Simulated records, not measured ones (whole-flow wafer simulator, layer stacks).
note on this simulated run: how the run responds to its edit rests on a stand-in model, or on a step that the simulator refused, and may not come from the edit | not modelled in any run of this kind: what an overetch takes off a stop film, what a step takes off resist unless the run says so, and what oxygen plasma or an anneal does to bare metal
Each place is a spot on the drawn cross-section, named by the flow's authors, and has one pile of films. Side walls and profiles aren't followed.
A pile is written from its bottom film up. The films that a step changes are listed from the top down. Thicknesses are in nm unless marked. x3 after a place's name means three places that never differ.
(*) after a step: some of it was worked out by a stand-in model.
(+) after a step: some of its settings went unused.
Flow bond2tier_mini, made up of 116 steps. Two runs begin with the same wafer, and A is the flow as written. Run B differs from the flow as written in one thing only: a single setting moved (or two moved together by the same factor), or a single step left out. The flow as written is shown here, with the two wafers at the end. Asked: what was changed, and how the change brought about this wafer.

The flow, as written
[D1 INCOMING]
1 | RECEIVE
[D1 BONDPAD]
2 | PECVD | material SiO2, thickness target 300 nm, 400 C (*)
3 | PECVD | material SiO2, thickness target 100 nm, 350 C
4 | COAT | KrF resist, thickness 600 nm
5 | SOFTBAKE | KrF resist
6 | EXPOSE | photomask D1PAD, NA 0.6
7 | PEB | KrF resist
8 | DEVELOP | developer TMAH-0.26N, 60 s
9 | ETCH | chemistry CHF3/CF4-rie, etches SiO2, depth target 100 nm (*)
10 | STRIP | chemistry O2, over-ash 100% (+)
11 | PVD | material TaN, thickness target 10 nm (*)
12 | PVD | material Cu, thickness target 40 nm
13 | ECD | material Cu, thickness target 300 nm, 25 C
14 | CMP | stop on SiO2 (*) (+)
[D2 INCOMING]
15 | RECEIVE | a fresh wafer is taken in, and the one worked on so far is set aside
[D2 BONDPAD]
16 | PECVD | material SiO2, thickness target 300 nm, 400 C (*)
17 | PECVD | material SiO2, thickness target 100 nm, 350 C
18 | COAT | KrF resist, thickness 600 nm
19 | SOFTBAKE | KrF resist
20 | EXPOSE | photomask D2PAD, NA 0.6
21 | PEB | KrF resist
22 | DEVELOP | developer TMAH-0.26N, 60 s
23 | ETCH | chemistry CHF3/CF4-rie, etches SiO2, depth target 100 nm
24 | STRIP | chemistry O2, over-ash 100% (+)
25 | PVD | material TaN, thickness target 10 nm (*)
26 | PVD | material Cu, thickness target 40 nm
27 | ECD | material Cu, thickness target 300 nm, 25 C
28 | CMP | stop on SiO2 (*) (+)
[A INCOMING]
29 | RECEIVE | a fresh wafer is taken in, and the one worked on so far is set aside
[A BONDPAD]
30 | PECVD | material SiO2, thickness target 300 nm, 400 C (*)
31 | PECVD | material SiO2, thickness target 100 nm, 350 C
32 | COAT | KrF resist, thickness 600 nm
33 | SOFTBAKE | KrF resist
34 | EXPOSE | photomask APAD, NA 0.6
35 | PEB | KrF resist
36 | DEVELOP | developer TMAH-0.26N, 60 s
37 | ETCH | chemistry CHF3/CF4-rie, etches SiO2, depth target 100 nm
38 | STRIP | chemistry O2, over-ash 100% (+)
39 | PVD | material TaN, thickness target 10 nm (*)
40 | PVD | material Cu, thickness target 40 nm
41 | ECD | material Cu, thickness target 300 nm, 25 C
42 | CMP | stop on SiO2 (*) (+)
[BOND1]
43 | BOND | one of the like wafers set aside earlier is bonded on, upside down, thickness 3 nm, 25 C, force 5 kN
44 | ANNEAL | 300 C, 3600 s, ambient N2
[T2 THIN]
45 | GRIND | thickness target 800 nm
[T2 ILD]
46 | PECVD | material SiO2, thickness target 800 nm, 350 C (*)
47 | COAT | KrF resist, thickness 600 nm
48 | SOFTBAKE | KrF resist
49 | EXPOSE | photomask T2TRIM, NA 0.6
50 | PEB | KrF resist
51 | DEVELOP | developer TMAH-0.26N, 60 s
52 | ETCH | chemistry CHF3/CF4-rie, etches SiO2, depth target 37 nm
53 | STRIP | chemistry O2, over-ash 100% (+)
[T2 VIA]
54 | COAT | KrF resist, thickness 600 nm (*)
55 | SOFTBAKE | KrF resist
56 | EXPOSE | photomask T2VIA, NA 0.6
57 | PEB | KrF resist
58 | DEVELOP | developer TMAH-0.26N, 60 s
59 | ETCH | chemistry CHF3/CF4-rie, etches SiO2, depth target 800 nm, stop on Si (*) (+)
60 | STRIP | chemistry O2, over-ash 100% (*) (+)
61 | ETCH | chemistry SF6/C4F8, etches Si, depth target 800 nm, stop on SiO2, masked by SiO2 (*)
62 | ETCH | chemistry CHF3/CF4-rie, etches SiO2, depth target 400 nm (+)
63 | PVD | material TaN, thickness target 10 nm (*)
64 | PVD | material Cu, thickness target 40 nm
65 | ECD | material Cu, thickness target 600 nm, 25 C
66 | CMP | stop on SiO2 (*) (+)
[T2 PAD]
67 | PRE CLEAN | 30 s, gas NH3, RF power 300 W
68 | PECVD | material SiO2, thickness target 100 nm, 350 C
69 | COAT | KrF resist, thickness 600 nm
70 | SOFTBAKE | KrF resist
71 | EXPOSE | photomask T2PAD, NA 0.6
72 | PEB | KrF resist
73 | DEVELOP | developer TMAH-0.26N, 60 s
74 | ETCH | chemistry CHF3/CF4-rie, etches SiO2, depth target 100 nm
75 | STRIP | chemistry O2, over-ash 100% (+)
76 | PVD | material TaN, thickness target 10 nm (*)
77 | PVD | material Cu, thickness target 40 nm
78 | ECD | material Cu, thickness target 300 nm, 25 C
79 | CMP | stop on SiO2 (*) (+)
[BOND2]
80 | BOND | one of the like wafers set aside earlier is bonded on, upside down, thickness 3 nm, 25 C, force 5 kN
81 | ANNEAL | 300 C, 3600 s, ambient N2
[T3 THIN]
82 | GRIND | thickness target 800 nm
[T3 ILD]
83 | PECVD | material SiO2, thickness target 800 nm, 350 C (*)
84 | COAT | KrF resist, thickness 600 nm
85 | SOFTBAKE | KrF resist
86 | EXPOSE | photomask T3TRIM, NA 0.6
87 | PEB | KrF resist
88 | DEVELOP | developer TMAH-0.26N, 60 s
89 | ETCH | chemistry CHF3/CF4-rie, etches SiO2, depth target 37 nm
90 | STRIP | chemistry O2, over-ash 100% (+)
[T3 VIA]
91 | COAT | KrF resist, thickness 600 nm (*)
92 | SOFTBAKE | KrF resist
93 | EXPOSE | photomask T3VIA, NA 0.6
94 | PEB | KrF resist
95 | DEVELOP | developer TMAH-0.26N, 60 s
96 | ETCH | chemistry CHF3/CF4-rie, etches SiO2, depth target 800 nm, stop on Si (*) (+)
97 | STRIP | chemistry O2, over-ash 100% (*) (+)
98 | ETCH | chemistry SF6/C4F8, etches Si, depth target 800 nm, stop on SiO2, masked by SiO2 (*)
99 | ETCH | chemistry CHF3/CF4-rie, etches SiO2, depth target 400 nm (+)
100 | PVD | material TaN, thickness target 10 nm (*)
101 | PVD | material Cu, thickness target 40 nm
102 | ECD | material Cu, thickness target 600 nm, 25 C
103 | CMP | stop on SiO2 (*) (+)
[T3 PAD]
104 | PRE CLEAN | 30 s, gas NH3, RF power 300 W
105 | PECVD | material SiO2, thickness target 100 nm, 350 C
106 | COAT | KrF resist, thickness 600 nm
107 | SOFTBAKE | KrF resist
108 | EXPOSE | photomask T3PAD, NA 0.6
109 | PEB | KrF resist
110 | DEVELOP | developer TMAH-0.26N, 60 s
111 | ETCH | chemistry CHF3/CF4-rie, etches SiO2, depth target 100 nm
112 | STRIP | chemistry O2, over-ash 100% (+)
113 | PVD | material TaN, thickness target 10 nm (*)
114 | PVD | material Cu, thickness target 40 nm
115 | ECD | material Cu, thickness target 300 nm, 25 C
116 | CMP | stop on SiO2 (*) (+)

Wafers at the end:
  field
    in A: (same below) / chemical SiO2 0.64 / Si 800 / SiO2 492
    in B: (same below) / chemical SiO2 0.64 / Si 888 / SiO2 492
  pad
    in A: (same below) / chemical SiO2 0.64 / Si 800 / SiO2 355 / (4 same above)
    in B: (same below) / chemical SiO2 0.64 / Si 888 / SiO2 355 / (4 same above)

What caused this: step 82, GRIND: thickness target 888 nm was run, while the flow as written has thickness target 800 nm.
One can read it off the wafer: field has Si 888, and step 82 as written asks for 800 nm.

How this came from the change, step by step:
  82 | GRIND | thickness target 800 nm
      field, pad: A -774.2 um Si | B -774.11 um Si
